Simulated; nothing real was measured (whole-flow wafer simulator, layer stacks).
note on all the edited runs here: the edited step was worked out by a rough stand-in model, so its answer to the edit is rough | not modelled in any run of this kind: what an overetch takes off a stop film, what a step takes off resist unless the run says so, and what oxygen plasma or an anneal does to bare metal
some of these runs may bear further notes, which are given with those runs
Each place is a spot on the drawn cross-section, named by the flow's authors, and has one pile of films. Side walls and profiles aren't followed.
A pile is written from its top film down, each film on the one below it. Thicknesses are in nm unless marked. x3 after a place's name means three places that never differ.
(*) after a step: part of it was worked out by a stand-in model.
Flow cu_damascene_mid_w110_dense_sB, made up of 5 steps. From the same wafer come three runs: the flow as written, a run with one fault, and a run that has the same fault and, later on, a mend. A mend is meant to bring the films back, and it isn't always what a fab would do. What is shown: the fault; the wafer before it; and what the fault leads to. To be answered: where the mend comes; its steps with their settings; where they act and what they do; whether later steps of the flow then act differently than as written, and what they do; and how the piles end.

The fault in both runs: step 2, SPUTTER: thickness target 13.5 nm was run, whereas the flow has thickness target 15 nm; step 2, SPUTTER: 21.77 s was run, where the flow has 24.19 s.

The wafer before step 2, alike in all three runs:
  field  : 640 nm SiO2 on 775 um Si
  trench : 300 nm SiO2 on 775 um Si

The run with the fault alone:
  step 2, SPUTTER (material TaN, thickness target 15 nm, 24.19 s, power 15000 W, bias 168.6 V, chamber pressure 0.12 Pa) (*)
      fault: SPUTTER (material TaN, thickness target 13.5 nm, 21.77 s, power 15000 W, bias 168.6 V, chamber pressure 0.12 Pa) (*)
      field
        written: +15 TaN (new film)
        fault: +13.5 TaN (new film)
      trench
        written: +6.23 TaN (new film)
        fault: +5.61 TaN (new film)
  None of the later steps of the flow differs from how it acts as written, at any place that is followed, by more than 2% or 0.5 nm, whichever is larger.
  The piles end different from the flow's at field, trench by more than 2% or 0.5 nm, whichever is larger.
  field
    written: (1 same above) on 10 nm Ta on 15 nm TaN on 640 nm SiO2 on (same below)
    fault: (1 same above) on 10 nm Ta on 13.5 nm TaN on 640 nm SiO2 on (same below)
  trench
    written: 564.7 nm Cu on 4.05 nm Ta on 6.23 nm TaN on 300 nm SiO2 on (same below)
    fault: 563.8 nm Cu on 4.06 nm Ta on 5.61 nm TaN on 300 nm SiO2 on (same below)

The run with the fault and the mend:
  The mend stands after step 2.
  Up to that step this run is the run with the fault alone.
  step 2a, SPUTTER (material TaN, thickness target 1.5 nm, 2.419 s, power 15000 W, bias 168.6 V, chamber pressure 0.12 Pa) (*) (a further turn of the flow's step 2, with different settings)
      field
        +1.5 TaN
      trench
        +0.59 TaN
  None of the later steps of the flow acts differently than as written at any place that is followed.
  When the end is reached, the piles differ only a little from the flow's at the places that both follow, at most by 2% or 0.5 nm, whichever is larger.
